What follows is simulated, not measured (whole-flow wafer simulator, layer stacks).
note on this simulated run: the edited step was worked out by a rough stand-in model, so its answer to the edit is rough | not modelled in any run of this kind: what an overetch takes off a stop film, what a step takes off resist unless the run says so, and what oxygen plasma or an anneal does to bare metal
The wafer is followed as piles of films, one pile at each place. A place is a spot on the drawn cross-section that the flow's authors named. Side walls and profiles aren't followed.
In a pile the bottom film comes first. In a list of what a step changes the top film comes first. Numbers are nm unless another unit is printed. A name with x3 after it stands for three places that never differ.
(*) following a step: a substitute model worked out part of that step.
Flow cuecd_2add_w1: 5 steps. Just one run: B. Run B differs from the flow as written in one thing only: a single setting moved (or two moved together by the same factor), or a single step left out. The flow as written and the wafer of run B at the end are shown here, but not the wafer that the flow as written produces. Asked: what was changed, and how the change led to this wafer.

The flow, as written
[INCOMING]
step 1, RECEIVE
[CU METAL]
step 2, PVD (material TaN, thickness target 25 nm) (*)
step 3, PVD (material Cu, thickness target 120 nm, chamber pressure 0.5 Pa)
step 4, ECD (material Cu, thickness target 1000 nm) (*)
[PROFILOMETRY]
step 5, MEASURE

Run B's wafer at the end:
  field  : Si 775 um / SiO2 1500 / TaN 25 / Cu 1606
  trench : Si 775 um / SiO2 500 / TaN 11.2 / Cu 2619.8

What caused this: step 4, ECD: thickness target 1486 nm was run, while the flow as written has thickness target 1000 nm.

How this came from the change, step by step:
  step 4, ECD (material Cu, thickness target 1000 nm) (*)
      field: Cu gains 1486 (as written it would have been: Cu gains 1000)
      trench: Cu gains 2566.2 (as written it would have been: Cu gains 2080.2)
